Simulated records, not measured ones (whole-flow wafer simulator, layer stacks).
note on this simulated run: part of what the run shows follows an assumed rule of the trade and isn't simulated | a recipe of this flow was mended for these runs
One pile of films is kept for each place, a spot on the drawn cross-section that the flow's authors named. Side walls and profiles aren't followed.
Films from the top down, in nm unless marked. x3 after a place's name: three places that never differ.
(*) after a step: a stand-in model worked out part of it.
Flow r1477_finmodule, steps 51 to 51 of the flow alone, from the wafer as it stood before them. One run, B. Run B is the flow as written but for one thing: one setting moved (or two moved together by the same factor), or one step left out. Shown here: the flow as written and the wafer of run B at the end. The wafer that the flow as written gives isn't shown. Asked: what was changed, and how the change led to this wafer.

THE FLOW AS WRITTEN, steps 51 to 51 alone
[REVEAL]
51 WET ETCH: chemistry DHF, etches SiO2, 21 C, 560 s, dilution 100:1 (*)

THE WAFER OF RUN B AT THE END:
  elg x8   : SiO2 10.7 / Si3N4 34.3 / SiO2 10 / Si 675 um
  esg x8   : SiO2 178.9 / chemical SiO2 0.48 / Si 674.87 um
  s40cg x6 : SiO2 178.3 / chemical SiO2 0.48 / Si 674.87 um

The cause: step 51, WET ETCH: 231 s was run, where the flow has 560 s.

How the change led to this, step by step:
  51 WET ETCH: chemistry DHF, etches SiO2, 21 C, 560 s, dilution 100:1 (*)
      elg x8: SiO2 -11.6 (as written it would be: SiO2 -22.3 (all of it), Si3N4 -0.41)
      esg x8, s40cg x6, s40sg x6: SiO2 -11.6 (as written it would be: SiO2 -28.1)
      (and at 8 more places)
